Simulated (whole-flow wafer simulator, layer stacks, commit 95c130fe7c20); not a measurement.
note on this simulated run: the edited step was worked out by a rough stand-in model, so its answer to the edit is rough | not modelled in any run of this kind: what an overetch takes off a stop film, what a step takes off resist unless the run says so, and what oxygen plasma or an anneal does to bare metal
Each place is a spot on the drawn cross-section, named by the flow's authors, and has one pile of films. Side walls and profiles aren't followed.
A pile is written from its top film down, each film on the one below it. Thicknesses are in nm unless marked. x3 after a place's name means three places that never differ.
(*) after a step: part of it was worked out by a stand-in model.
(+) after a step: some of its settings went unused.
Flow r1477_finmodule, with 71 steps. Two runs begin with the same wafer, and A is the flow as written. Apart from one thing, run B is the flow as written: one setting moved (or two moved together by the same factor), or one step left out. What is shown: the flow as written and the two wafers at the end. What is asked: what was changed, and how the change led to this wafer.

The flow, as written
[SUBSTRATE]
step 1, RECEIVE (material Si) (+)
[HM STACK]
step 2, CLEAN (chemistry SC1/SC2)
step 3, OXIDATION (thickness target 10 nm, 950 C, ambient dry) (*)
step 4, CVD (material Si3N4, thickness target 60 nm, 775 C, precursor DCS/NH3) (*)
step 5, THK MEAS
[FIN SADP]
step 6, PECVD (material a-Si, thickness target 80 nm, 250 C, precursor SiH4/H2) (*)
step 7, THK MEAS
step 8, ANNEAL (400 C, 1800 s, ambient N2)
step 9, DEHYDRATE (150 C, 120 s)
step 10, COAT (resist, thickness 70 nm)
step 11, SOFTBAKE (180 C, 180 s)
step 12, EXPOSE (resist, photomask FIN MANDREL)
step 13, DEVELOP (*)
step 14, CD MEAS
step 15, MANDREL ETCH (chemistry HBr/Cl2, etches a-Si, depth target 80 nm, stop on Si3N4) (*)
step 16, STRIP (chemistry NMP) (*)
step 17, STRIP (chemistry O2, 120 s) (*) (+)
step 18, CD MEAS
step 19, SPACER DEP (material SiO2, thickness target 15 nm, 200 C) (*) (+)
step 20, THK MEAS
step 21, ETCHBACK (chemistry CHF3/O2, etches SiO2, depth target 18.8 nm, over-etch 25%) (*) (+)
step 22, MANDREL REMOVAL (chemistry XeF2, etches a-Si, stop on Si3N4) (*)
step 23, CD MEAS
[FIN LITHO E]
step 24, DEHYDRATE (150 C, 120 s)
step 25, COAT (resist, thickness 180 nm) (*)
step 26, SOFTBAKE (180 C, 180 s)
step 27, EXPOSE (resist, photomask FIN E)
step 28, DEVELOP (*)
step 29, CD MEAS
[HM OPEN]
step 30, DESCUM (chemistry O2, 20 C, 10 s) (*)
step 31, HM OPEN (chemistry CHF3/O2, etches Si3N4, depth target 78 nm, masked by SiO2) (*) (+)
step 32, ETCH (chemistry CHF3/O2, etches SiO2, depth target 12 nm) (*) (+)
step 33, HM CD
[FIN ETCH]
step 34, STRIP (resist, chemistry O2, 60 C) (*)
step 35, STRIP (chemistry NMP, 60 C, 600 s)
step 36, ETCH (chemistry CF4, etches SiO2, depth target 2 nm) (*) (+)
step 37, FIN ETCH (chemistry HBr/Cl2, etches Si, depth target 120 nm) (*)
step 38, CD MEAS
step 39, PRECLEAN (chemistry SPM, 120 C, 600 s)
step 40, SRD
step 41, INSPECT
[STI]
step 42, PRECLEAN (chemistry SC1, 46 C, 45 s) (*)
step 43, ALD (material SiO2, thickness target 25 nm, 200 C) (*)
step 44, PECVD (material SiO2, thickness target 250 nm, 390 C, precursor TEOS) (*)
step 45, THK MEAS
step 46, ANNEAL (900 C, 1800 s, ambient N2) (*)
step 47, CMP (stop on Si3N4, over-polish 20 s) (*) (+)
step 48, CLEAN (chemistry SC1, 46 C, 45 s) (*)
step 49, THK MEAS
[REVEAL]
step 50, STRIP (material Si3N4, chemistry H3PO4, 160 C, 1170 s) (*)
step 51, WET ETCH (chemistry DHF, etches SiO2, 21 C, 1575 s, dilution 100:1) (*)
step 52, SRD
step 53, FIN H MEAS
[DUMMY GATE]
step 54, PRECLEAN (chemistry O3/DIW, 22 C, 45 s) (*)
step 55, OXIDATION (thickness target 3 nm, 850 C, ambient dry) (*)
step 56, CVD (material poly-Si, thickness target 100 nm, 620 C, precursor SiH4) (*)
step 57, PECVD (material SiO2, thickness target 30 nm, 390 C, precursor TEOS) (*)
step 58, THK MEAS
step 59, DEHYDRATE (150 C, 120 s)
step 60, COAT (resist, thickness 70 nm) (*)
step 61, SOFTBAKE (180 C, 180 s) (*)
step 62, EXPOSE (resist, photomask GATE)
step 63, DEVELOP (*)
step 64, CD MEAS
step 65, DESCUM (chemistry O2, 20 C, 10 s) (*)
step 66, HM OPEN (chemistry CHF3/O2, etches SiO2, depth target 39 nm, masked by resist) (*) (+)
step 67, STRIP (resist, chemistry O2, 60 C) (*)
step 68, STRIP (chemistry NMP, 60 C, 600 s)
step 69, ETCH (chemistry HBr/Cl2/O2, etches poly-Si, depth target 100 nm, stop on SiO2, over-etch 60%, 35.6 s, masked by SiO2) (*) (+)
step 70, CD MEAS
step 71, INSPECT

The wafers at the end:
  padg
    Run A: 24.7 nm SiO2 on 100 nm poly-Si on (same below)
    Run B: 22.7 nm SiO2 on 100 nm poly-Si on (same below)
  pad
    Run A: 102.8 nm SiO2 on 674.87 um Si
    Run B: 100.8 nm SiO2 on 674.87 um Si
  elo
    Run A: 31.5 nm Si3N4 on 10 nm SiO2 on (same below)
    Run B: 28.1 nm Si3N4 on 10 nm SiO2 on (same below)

What caused this: step 69, ETCH: depth target 137.5 nm was run, while the flow as written has depth target 100 nm.

The path from the change to this, step by step:
  step 69, ETCH (chemistry HBr/Cl2/O2, etches poly-Si, depth target 100 nm, stop on SiO2, over-etch 60%, 35.6 s, masked by SiO2) (*) (+)
      padg, elg, esg and 15 more: A -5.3 SiO2 | B -7.29 SiO2
      pad, eso, e40so and 8 more: A -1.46 chemical SiO2 (all of it), -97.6 poly-Si (all of it), -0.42 SiO2 | B -1.46 chemical SiO2 (all of it), -97.6 poly-Si (all of it), -2.41 SiO2
      (also at 7 further places)
